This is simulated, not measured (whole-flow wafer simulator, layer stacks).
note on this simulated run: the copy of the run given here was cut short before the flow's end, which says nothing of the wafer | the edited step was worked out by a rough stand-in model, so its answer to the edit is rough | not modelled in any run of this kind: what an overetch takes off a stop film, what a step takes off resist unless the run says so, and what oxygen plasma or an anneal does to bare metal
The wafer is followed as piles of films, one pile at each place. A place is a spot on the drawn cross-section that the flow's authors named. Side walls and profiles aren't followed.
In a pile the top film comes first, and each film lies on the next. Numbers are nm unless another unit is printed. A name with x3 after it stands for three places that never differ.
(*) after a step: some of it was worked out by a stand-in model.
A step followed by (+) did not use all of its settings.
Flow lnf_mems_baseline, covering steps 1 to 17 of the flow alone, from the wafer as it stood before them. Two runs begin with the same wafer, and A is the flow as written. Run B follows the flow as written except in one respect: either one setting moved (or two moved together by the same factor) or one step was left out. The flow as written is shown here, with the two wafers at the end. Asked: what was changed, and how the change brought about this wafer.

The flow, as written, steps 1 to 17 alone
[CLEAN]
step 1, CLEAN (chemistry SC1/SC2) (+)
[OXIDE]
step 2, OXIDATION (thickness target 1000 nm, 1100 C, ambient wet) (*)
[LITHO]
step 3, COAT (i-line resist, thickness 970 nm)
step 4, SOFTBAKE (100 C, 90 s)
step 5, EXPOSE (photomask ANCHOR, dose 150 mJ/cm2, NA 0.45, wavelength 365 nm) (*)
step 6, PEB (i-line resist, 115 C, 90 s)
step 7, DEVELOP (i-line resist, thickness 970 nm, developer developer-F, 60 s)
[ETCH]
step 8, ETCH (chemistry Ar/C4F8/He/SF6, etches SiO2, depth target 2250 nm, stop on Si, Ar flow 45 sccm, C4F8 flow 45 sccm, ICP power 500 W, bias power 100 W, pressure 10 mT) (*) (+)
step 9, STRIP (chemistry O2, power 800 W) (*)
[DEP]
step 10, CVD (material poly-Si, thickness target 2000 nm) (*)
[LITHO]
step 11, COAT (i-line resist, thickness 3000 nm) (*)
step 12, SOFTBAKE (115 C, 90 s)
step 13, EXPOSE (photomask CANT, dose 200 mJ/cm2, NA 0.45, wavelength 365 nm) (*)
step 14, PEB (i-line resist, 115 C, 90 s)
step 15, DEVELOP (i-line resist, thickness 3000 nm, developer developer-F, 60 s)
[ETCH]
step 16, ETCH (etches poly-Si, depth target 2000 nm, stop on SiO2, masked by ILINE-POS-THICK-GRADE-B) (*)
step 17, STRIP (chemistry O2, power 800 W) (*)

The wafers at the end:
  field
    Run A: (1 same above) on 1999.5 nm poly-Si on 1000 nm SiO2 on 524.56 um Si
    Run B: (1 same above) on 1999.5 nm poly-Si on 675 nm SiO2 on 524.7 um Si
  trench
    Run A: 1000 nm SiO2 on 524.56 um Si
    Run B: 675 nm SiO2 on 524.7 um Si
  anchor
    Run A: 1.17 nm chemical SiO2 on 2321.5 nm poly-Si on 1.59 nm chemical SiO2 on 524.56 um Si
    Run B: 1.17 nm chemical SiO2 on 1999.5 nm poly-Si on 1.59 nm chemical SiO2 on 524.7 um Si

What caused this: step 2, OXIDATION: thickness target 675 nm was run, though the flow has thickness target 1000 nm.
The wafer lets one read it off: field has SiO2 675, and step 2 as written asks for 1000 nm.

Step by step, how the change led to this:
  step 2, OXIDATION (thickness target 1000 nm, 1100 C, ambient wet) (*)
      field, anchor, beam, trench, char_slit: A +1000 SiO2 (new film), -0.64 chemical SiO2 (all of it), -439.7 Si | B +675 SiO2 (new film), -0.64 chemical SiO2 (all of it), -296.7 Si
  step 8, ETCH (chemistry Ar/C4F8/He/SF6, etches SiO2, depth target 2250 nm, stop on Si, Ar flow 45 sccm, C4F8 flow 45 sccm, ICP power 500 W, bias power 100 W, pressure 10 mT) (*) (+)
      field, beam, trench, char_slit: A -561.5 i-line resist | B -399 i-line resist
      anchor: A -1000 SiO2 (all of it) | B -675 SiO2 (all of it)
  step 9, STRIP (chemistry O2, power 800 W) (*)
      field, beam, trench, char_slit: A -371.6 i-line resist (all of it) | B -534.1 i-line resist (all of it)
  step 10, CVD (material poly-Si, thickness target 2000 nm) (*)
      anchor: A +2322 poly-Si (new film) | B +2000 poly-Si (new film)
